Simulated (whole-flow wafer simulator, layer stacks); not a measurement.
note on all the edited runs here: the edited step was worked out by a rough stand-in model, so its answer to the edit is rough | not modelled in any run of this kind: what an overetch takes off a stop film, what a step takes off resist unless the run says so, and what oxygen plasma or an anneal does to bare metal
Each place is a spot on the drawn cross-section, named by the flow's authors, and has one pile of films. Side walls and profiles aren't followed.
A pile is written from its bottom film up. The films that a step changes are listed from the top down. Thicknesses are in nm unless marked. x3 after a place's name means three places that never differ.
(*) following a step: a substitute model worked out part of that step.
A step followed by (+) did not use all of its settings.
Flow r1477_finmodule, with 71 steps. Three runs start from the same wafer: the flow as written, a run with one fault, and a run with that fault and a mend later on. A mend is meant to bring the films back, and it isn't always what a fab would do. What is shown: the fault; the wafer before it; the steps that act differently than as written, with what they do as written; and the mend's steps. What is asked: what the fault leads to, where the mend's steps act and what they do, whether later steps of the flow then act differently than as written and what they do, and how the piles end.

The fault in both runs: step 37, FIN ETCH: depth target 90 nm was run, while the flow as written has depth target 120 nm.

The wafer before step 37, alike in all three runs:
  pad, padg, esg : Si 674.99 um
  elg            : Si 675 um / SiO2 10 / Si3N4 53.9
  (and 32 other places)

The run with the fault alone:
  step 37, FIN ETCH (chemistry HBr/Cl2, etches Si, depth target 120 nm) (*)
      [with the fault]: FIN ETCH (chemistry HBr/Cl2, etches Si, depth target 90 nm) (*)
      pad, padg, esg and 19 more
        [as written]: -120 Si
        [with the fault]: -90 Si
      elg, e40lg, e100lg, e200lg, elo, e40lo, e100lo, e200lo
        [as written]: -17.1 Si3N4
        [with the fault]: -12.9 Si3N4
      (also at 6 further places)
  Steps later in the flow that act otherwise than as written (4 more steps, not shown, differ only slightly: by at most 2% or 0.5 nm, whichever is larger):
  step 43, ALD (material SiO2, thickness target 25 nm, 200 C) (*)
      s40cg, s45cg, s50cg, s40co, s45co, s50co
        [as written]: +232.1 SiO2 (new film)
        [with the fault]: +204.4 SiO2 (new film)
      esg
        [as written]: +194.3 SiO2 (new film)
        [with the fault]: +168.5 SiO2 (new film)
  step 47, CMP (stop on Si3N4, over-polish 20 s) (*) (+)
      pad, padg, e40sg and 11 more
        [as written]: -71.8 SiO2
        [with the fault]: -101.8 SiO2
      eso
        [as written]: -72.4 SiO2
        [with the fault]: -102.4 SiO2
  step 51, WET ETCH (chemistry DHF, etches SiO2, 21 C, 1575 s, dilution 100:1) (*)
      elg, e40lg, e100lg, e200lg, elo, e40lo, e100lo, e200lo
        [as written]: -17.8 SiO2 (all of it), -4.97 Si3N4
        [with the fault]: -13.6 SiO2 (all of it), -5.32 Si3N4
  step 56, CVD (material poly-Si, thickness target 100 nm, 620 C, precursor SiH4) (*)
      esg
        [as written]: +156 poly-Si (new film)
        [with the fault]: +159.9 poly-Si (new film)
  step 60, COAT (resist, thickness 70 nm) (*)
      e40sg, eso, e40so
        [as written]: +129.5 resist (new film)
        [with the fault]: +133.2 resist (new film)
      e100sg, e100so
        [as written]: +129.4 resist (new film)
        [with the fault]: +133.1 resist (new film)
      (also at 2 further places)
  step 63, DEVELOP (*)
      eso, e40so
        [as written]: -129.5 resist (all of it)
        [with the fault]: -133.2 resist (all of it)
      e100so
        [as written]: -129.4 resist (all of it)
        [with the fault]: -133.1 resist (all of it)
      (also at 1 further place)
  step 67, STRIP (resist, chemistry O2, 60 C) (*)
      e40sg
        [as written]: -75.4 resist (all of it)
        [with the fault]: -79.1 resist (all of it)
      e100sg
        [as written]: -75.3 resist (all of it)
        [with the fault]: -79 resist (all of it)
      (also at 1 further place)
  At pad, padg, elg and 27 more, the piles at the end differ from the flow's by more than 2% or 0.5 nm, whichever is larger.
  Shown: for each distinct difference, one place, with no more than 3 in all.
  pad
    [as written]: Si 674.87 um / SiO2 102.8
    [with the fault]: Si 674.9 um / SiO2 72.9
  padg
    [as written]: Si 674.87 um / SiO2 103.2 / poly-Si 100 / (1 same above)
    [with the fault]: Si 674.9 um / SiO2 73.3 / poly-Si 100 / (1 same above)
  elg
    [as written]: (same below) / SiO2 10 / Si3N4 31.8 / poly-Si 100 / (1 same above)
    [with the fault]: (same below) / SiO2 10 / Si3N4 35.7 / poly-Si 100 / (1 same above)

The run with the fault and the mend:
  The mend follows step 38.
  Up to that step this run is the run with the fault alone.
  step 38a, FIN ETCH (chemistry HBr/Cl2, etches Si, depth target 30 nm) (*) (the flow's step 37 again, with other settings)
      pad, padg, esg and 19 more
        -30 Si
      elg, e40lg, e100lg, e200lg, elo, e40lo, e100lo, e200lo
        -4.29 Si3N4
      s40sg_line, s45sg_line, s50sg_line, s40so_line, s45so_line, s50so_line
        -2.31 SiO2
  Later steps of the flow that are run all act as written at every place that is followed.
  By the end, the piles equal the flow's at every place that both follow.
